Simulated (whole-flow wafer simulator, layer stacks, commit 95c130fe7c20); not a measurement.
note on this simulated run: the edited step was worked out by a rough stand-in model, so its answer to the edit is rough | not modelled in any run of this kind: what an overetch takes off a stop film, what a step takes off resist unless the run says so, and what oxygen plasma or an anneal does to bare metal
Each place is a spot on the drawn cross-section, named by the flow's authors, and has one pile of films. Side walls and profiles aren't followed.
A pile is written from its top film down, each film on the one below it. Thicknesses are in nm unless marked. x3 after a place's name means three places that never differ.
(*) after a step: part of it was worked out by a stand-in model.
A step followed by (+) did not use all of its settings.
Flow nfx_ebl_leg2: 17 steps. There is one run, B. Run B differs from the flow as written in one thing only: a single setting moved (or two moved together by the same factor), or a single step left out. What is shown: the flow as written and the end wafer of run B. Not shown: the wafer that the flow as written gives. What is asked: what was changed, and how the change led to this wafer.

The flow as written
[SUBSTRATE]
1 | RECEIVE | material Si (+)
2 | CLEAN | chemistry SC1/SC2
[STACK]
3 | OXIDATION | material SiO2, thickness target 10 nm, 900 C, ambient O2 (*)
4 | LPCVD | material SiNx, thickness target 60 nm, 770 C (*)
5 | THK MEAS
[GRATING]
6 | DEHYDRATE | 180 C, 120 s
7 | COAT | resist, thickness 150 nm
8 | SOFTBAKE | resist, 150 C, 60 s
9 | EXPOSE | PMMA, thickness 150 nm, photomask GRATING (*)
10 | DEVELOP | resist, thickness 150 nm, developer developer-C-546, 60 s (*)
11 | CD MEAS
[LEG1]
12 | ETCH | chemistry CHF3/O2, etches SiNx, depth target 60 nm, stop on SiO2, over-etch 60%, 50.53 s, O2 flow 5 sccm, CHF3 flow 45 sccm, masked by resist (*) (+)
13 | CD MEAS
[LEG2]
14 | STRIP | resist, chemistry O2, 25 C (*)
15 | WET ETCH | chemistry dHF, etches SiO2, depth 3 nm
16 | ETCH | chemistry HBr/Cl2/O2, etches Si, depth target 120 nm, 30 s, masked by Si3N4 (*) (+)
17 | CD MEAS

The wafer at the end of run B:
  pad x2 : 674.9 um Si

Cause: step 12, ETCH: depth target 45 nm was run, though the flow has depth target 60 nm; step 12, ETCH: 37.89 s was run, where the flow has 50.53 s.

Step by step, how the change led to this:
  12 | ETCH | chemistry CHF3/O2, etches SiNx, depth target 60 nm, stop on SiO2, over-etch 60%, 50.53 s, O2 flow 5 sccm, CHF3 flow 45 sccm, masked by resist (*) (+)
      pad x2: SiNx loses 60 (all of it), SiO2 loses 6 (it would be, as written: SiNx loses 60 (all of it), SiO2 loses 10 (all of it))
      field x2: resist loses 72 (it would be, as written: resist loses 96)
  14 | STRIP | resist, chemistry O2, 25 C (*)
      pad x2: nothing (it would be, as written: chemical SiO2 gains 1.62 (new film), Si loses 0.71)
      field x2: resist loses 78 (all of it) (it would be, as written: resist loses 54 (all of it))
  15 | WET ETCH | chemistry dHF, etches SiO2, depth 3 nm
      pad x2: SiO2 loses 3 (it would be, as written: chemical SiO2 loses 1.62 (all of it))
  16 | ETCH | chemistry HBr/Cl2/O2, etches Si, depth target 120 nm, 30 s, masked by Si3N4 (*) (+)
      pad x2: SiO2 loses 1 (all of it), Si loses 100 (it would be, as written: Si loses 120)
